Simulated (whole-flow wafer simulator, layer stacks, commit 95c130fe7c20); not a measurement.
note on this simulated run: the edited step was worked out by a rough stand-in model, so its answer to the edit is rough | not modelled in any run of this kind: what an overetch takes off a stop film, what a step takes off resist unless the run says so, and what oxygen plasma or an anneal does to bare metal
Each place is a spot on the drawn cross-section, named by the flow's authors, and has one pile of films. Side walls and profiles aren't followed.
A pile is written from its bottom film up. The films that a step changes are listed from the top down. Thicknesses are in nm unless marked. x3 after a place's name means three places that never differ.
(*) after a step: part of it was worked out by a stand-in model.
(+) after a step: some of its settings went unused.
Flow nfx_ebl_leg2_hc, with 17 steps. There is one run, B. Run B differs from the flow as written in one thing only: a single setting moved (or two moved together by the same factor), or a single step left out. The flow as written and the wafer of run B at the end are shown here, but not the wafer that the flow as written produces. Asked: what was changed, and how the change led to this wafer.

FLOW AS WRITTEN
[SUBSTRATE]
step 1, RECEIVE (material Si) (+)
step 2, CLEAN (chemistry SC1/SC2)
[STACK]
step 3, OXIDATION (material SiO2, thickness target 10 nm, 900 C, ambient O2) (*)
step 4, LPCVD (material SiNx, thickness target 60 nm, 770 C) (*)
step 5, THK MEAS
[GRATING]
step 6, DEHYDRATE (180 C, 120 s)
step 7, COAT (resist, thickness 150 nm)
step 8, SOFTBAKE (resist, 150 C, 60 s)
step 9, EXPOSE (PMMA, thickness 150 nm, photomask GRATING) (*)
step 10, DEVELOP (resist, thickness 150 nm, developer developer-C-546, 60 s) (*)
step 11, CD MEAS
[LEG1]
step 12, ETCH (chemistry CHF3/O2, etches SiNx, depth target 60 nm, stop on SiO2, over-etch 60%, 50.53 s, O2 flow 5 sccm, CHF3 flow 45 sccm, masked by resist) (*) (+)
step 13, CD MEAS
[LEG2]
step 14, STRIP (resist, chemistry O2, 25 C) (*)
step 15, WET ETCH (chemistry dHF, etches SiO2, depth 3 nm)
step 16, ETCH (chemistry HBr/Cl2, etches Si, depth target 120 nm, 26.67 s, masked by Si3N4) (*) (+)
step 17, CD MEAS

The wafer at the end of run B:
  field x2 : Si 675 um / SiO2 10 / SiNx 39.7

The reason: step 4, LPCVD: thickness target 51.1 nm was run, while the flow as written has thickness target 60 nm.

How this came from the change, step by step:
  step 4, LPCVD (material SiNx, thickness target 60 nm, 770 C) (*)
      field x2, pad x2: SiNx gains 51.1 (new film) (as written it would have been: SiNx gains 60 (new film))
  step 12, ETCH (chemistry CHF3/O2, etches SiNx, depth target 60 nm, stop on SiO2, over-etch 60%, 50.53 s, O2 flow 5 sccm, CHF3 flow 45 sccm, masked by resist) (*) (+)
      pad x2: SiNx loses 51.1 (all of it), SiO2 loses 10 (all of it) (as written it would have been: SiNx loses 60 (all of it), SiO2 loses 10 (all of it))
